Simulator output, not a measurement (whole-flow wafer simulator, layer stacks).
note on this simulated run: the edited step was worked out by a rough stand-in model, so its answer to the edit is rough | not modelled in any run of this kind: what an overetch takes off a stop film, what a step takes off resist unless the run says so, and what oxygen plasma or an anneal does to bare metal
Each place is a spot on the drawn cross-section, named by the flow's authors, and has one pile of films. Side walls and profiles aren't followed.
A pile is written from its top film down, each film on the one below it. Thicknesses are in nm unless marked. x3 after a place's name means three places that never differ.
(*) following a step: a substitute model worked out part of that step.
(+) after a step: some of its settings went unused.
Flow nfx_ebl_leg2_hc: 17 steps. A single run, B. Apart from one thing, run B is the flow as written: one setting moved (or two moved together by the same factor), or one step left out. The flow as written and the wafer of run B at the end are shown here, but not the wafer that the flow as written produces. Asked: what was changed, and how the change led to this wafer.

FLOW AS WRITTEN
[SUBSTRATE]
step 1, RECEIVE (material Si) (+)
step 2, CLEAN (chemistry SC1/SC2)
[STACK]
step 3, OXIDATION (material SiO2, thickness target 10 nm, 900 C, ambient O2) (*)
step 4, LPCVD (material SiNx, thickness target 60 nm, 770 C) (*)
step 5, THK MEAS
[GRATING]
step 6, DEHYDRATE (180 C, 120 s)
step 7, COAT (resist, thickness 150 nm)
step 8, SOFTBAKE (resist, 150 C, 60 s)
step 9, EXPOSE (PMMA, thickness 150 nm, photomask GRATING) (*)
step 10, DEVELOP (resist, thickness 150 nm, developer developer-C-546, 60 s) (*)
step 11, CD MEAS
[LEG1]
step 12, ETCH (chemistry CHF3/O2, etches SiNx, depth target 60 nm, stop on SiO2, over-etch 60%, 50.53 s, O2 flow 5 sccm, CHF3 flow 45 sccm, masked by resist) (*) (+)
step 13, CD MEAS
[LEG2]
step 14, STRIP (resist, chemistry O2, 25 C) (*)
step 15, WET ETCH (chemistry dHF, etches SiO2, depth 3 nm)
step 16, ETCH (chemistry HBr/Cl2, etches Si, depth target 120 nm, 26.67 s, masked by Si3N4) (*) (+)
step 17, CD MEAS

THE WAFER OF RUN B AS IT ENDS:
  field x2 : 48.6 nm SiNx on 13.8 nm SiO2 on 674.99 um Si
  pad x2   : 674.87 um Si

What caused this: step 3, OXIDATION: thickness target 13.8 nm was run, whereas the flow has thickness target 10 nm.
The wafer itself shows it: field x2 has SiO2 13.8, and step 3 as written asks for 10 nm.

Step by step, how the change led to this:
  step 3, OXIDATION (material SiO2, thickness target 10 nm, 900 C, ambient O2) (*)
      field x2, pad x2: +13.8 SiO2 (new film), -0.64 chemical SiO2 (all of it), -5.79 Si (as written it would have been: +10 SiO2 (new film), -0.64 chemical SiO2 (all of it), -4.12 Si)
  step 12, ETCH (chemistry CHF3/O2, etches SiNx, depth target 60 nm, stop on SiO2, over-etch 60%, 50.53 s, O2 flow 5 sccm, CHF3 flow 45 sccm, masked by resist) (*) (+)
      pad x2: -60 SiNx (all of it), -13.8 SiO2 (all of it) (as written it would have been: -60 SiNx (all of it), -10 SiO2 (all of it))
